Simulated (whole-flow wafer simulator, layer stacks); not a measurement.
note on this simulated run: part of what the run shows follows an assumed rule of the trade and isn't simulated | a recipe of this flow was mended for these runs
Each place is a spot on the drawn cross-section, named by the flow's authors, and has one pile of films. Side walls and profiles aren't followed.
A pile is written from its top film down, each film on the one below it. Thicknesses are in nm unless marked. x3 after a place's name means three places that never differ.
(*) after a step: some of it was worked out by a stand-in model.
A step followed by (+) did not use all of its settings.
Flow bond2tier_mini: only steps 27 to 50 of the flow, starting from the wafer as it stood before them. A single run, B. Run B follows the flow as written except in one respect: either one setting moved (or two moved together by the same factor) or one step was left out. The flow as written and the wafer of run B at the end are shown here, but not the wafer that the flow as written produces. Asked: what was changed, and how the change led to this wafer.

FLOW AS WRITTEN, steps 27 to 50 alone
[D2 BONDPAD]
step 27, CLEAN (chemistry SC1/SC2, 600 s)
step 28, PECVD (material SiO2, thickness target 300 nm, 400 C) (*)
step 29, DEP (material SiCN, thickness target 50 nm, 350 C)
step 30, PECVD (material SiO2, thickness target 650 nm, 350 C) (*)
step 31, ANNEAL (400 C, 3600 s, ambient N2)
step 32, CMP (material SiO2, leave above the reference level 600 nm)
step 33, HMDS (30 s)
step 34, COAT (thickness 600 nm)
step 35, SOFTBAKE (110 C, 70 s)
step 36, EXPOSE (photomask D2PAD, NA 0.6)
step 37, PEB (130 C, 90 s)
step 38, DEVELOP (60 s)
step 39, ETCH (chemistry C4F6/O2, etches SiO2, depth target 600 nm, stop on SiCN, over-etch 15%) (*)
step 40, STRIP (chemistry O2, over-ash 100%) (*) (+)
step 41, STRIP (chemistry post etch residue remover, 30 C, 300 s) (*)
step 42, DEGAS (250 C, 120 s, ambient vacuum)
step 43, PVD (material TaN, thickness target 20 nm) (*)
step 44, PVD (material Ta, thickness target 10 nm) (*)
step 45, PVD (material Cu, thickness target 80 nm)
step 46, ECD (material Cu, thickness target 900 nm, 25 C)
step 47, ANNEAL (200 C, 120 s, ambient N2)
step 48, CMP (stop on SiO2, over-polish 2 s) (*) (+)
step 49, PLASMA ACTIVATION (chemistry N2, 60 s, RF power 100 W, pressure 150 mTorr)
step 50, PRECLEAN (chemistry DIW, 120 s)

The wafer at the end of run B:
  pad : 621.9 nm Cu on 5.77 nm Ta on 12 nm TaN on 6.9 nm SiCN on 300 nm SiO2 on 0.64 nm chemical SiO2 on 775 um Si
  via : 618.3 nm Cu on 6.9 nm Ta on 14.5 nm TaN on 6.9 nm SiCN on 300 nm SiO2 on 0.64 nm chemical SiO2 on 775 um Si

Cause: step 39, ETCH: depth target 744 nm was run, whereas the flow has depth target 600 nm.

Step by step, how the change led to this:
  step 39, ETCH (chemistry C4F6/O2, etches SiO2, depth target 600 nm, stop on SiCN, over-etch 15%) (*)
      pad, via: SiO2 loses 600 (all of it), SiCN loses 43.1 (it would be, as written: SiO2 loses 600 (all of it), SiCN loses 15.2)
      field: thick-KrF-resist loses 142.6 (it would be, as written: thick-KrF-resist loses 115)
  step 40, STRIP (chemistry O2, over-ash 100%) (*) (+)
      field: thick-KrF-resist loses 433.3 (all of it) (it would be, as written: thick-KrF-resist loses 460.9 (all of it))
  step 45, PVD (material Cu, thickness target 80 nm)
      via: Cu gains 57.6 (new film) (it would be, as written: Cu gains 59 (new film))
